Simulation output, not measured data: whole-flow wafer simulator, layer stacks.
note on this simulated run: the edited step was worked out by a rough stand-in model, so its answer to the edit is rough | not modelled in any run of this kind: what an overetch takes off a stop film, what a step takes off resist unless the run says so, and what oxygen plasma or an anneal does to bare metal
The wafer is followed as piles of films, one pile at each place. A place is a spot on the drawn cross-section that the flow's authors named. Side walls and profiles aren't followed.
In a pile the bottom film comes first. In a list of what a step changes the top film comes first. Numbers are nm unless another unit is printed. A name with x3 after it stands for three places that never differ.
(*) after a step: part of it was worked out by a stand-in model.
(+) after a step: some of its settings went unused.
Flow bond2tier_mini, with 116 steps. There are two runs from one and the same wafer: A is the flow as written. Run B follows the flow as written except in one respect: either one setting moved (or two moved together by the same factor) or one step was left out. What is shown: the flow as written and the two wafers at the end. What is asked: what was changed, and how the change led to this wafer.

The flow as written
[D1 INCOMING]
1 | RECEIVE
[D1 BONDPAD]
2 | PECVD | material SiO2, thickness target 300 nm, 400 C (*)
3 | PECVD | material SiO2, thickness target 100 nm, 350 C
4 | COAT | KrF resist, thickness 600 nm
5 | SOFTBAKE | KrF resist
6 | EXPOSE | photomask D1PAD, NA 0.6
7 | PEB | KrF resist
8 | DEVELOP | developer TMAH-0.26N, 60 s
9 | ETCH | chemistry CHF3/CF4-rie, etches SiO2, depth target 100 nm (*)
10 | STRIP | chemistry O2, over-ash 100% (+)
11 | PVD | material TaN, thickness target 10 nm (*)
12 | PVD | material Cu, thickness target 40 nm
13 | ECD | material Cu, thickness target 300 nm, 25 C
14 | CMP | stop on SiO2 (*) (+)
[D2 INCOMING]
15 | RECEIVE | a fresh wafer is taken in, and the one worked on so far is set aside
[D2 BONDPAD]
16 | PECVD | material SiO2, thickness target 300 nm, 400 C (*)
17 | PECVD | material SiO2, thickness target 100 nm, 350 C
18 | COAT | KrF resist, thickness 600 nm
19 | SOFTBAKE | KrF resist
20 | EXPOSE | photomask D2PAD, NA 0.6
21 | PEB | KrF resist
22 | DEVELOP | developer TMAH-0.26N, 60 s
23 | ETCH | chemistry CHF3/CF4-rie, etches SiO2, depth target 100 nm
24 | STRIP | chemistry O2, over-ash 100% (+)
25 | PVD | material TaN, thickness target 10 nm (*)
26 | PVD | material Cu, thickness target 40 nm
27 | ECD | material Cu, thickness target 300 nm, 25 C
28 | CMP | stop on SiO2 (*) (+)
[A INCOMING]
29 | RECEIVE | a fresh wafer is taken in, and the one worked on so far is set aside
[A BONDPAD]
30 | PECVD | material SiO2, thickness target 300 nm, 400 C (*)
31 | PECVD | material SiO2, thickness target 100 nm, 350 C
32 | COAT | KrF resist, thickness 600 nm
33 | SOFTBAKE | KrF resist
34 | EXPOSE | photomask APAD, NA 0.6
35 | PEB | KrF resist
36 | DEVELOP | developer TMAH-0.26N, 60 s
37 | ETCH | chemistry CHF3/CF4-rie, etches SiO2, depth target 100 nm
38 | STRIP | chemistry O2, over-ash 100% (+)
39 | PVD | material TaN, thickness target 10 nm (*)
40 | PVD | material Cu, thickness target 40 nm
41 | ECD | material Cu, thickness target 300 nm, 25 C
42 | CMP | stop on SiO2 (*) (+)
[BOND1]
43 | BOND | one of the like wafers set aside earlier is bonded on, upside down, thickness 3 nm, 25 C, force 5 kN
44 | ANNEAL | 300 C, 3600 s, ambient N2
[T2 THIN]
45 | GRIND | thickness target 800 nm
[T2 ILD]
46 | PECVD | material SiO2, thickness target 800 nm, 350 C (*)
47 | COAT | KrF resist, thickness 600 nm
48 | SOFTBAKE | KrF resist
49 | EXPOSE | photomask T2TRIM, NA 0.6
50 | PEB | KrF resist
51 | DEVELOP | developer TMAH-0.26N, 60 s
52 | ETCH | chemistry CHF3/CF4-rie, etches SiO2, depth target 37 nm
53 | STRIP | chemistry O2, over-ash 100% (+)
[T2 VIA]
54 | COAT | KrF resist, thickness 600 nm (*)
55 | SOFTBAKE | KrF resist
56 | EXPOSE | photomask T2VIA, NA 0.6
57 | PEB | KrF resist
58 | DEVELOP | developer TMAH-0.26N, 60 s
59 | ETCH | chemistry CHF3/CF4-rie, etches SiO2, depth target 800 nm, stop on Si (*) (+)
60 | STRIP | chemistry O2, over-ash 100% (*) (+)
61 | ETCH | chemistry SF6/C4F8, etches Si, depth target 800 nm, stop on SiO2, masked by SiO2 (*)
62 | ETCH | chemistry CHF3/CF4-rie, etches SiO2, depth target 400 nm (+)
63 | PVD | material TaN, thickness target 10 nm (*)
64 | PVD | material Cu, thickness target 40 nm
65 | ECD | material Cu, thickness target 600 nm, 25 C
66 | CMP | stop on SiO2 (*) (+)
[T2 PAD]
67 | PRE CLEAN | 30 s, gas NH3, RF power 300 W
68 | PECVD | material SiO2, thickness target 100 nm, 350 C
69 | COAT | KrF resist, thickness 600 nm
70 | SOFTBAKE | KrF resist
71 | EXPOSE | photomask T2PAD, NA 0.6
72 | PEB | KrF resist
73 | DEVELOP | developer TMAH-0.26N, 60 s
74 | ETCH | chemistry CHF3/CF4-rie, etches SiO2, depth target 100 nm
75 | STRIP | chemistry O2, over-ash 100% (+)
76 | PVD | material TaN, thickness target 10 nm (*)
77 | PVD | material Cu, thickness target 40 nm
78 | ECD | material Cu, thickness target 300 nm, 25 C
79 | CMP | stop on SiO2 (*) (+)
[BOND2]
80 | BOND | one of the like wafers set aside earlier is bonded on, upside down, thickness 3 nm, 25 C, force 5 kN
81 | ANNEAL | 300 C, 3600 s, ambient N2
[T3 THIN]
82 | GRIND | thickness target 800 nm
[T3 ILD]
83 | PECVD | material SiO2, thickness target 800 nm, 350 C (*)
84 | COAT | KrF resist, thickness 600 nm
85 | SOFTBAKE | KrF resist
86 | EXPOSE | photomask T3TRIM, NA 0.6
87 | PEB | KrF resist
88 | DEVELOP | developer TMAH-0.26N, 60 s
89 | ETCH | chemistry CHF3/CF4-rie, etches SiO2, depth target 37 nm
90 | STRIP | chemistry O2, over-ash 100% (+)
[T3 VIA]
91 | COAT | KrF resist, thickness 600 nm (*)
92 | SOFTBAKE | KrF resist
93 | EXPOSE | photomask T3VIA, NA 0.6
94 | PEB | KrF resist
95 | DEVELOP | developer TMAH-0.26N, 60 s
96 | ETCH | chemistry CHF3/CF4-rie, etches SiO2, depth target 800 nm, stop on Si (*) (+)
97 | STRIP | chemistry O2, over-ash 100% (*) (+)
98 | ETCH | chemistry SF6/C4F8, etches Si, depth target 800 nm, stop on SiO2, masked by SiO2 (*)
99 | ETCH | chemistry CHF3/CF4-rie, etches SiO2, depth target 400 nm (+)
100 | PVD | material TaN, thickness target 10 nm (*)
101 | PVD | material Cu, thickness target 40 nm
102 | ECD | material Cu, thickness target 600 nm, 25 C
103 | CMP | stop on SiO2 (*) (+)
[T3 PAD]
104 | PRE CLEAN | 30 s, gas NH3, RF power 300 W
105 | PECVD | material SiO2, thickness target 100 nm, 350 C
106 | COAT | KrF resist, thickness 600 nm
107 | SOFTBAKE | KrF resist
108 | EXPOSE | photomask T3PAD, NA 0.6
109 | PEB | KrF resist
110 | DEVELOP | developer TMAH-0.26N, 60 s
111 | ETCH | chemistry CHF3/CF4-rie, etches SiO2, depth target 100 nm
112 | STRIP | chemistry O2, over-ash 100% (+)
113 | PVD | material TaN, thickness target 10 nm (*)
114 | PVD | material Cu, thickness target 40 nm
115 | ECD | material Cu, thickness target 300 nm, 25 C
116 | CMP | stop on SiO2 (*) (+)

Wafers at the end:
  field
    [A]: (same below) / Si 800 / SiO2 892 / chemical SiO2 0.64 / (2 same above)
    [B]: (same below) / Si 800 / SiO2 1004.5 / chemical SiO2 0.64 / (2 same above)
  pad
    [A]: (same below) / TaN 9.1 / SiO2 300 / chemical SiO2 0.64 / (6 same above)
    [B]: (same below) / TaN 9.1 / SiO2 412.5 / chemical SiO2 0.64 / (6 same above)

Cause: step 16, PECVD: thickness target 412.5 nm was run, though the flow has thickness target 300 nm.
One can read it off the wafer: pad has SiO2 412.5, and step 16 as written asks for 300 nm.

The path from the change to this, step by step:
  16 | PECVD | material SiO2, thickness target 300 nm, 400 C (*)
      field, pad, via: A SiO2 gains 300 (new film) | B SiO2 gains 412.5 (new film)
  80 | BOND | one of the like wafers set aside earlier is bonded on, upside down, thickness 3 nm, 25 C, force 5 kN
      field: A Si gains 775 um (new film), chemical SiO2 gains 0.64 (new film), SiO2 gains 400 | B Si gains 775 um (new film), chemical SiO2 gains 0.64 (new film), SiO2 gains 512.5
      pad: A Si gains 775 um (new film), chemical SiO2 gains 0.64 (new film), SiO2 gains 300 (new film), TaN gains 9.1 (new film), Cu gains 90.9 | B Si gains 775 um (new film), chemical SiO2 gains 0.64 (new film), SiO2 gains 412.5 (new film), TaN gains 9.1 (new film), Cu gains 90.9
